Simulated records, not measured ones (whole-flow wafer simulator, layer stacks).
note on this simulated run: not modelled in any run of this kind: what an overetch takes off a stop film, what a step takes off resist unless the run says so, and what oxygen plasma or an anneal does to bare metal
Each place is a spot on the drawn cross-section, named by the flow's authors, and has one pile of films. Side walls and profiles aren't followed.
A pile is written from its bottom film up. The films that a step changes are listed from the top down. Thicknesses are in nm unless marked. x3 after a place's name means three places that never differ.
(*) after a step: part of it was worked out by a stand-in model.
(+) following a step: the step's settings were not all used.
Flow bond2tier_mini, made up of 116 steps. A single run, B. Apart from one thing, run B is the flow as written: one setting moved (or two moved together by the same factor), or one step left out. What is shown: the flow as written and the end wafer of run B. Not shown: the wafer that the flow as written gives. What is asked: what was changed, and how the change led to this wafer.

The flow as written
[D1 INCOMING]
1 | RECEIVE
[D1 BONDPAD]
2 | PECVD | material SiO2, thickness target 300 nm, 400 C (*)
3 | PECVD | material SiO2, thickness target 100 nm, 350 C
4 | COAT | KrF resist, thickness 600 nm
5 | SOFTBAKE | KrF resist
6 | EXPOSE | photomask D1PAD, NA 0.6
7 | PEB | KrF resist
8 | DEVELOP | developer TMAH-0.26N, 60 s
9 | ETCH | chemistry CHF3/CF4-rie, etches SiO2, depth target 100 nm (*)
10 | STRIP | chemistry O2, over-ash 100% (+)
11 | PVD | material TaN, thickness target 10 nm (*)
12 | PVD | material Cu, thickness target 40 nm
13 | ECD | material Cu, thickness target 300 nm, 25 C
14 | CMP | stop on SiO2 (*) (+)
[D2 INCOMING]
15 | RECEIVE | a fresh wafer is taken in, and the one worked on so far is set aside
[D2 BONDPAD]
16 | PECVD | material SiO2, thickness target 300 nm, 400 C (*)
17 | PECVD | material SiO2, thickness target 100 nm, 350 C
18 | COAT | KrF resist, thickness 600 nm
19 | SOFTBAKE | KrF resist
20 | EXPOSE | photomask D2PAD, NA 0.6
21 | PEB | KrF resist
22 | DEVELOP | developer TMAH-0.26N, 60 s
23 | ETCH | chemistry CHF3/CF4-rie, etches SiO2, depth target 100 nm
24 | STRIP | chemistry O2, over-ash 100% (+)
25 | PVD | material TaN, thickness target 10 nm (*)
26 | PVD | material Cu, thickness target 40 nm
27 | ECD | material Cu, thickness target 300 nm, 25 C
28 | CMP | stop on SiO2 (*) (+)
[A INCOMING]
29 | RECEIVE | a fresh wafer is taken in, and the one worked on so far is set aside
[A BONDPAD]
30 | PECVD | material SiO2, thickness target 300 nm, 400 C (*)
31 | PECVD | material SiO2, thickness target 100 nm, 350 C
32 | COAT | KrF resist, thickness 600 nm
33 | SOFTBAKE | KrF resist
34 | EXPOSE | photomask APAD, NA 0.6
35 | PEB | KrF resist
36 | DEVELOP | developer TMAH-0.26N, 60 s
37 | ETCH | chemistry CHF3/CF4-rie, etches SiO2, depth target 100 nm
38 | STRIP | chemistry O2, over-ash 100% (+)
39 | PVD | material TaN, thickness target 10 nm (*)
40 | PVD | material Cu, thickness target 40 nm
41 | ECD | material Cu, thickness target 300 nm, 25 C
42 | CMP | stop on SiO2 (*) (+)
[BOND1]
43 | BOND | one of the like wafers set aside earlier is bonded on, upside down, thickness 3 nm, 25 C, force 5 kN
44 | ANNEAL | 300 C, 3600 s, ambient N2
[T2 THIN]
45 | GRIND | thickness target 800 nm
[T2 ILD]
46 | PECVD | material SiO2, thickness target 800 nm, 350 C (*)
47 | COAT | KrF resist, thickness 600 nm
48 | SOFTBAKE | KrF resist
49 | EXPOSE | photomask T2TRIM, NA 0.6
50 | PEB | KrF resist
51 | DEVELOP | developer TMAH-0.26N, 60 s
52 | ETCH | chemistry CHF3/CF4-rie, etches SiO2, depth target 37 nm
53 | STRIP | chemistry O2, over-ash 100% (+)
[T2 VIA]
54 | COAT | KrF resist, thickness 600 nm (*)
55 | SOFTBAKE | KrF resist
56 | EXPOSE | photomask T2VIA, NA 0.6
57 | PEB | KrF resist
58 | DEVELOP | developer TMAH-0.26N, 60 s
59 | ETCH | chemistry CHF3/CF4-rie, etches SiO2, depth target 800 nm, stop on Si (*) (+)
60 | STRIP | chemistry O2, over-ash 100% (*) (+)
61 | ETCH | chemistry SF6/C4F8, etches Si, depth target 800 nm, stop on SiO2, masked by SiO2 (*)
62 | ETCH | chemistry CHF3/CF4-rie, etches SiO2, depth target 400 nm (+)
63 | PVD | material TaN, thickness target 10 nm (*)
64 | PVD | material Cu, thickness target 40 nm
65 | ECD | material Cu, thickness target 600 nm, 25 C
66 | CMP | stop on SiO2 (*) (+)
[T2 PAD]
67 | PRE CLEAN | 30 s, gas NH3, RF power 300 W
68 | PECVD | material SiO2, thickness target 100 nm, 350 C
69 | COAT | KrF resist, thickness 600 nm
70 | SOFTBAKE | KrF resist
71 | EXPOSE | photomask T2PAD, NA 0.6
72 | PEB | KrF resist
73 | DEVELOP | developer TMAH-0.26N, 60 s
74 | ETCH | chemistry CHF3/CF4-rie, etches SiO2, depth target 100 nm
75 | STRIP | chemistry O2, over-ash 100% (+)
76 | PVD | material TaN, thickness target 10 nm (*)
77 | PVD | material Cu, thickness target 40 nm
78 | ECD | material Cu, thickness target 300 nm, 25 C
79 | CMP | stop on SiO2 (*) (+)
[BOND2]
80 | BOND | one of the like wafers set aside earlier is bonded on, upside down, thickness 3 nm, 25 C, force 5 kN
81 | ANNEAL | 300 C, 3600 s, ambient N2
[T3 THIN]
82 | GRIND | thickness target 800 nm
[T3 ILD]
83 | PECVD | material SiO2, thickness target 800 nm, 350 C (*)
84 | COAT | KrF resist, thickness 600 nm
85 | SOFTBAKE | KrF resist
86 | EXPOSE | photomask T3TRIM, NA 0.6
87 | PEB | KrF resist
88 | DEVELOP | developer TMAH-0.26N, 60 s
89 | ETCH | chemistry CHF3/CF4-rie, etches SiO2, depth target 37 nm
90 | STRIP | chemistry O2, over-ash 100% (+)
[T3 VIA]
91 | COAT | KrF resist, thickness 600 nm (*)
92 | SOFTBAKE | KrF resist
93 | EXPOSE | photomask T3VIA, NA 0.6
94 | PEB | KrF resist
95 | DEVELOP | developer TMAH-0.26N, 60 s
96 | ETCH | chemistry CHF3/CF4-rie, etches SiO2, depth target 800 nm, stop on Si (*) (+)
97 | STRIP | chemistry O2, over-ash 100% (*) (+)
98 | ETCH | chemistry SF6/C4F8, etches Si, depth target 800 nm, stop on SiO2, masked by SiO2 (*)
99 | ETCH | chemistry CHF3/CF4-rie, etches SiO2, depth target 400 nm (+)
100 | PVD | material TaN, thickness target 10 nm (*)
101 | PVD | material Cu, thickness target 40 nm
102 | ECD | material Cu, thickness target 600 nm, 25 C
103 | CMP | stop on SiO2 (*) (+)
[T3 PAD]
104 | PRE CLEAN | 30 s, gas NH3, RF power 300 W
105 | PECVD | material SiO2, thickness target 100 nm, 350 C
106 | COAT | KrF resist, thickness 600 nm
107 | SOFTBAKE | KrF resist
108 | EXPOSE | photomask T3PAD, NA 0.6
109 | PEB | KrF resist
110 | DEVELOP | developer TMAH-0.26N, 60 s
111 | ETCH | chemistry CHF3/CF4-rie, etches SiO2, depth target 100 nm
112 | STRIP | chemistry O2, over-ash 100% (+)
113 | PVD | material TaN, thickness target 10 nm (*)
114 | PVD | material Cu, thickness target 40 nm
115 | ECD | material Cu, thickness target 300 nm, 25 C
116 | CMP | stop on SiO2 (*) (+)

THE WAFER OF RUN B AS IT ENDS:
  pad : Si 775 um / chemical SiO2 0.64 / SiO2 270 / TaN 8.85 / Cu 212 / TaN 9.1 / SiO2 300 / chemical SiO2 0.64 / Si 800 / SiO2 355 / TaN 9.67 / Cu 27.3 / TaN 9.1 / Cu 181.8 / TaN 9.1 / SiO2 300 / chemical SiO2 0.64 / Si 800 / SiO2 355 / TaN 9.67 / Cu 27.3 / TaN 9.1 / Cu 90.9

What caused this: step 37, ETCH: depth target 130 nm was run, while the flow as written has depth target 100 nm.

The path from the change to this, step by step:
  37 | ETCH | chemistry CHF3/CF4-rie, etches SiO2, depth target 100 nm
      pad, via: SiO2 loses 130 (it would be, as written: SiO2 loses 100)
      field: KrF resist loses 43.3 (it would be, as written: KrF resist loses 33.3)
  40 | PVD | material Cu, thickness target 40 nm
      pad: Cu gains 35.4 (new film) (it would be, as written: Cu gains 36.4 (new film))
  41 | ECD | material Cu, thickness target 300 nm, 25 C
      pad: Cu gains 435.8 (it would be, as written: Cu gains 404.5)
      via: Cu gains 430.4 (it would be, as written: Cu gains 400.2)
